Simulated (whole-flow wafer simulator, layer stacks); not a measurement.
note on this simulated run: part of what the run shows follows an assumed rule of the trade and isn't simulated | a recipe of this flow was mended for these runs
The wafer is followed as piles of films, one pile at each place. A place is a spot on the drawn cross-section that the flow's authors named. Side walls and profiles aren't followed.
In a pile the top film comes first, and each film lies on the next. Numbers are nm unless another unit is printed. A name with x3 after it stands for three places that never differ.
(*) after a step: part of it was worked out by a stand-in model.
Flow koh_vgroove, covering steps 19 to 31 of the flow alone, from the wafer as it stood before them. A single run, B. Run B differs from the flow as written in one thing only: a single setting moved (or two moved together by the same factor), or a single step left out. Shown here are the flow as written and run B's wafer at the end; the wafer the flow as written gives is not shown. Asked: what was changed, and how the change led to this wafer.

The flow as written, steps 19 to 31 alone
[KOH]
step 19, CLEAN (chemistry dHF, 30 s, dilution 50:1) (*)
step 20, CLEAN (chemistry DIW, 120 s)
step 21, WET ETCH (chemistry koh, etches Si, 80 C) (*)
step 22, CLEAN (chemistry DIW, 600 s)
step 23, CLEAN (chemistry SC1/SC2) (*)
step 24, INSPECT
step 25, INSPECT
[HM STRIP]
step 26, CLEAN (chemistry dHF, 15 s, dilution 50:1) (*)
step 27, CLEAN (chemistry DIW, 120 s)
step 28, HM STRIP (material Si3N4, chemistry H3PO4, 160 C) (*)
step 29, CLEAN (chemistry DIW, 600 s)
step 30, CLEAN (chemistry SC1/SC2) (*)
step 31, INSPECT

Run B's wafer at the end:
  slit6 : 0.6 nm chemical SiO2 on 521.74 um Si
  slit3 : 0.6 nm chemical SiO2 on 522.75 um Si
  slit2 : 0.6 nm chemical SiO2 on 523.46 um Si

The reason: step 21, WET ETCH: 77.3 C was run, whereas the flow has 80 C.

The path from the change to this, step by step:
  step 21, WET ETCH (chemistry koh, etches Si, 80 C) (*)
      slit6, slit20: Si loses 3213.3 (it would be, as written: Si loses 3727.8)
